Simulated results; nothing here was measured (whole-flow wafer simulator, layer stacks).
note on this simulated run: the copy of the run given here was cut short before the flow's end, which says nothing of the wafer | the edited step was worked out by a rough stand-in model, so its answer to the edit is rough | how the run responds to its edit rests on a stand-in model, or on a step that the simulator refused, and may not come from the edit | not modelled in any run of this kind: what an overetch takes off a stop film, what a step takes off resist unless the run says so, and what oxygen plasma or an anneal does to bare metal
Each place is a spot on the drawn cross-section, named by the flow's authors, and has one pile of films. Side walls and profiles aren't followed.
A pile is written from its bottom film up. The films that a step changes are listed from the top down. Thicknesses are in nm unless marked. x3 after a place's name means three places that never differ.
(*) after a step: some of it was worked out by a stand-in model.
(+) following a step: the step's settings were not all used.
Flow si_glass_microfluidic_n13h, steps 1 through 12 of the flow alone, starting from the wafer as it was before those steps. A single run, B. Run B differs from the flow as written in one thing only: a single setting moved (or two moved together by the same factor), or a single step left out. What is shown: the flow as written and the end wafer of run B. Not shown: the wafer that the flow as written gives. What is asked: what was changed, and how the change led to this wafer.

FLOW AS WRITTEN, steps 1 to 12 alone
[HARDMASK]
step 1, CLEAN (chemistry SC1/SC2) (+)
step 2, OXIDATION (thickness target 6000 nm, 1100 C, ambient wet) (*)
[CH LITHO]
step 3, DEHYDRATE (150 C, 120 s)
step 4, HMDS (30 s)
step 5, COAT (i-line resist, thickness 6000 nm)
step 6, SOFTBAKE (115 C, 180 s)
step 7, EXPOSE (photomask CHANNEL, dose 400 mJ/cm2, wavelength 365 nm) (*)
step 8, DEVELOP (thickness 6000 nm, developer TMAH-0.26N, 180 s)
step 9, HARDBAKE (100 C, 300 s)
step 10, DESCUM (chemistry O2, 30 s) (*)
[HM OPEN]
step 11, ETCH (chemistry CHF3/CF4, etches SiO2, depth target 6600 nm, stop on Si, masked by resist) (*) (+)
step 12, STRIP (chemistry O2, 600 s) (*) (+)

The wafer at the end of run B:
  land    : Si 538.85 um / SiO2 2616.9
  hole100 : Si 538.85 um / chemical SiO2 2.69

Cause: step 2, OXIDATION: 880 C was run, while the flow as written has 1100 C.

The path from the change to this, step by step:
  step 2, OXIDATION (thickness target 6000 nm, 1100 C, ambient wet) (*)
      land, hole100: SiO2 gains 2616.9 (new film), chemical SiO2 loses 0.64 (all of it), Si loses 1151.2 (in the flow as written it would be: SiO2 gains 6000 (new film), chemical SiO2 loses 0.64 (all of it), Si loses 2639.7)
  step 11, ETCH (chemistry CHF3/CF4, etches SiO2, depth target 6600 nm, stop on Si, masked by resist) (*) (+)
      land: i-line resist loses 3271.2 (in the flow as written it would be: i-line resist loses 5500)
      hole100: SiO2 loses 2616.9 (all of it) (in the flow as written it would be: SiO2 loses 6000 (all of it))
  step 12, STRIP (chemistry O2, 600 s) (*) (+)
      land: i-line resist loses 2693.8 (all of it) (in the flow as written it would be: i-line resist loses 465 (all of it))
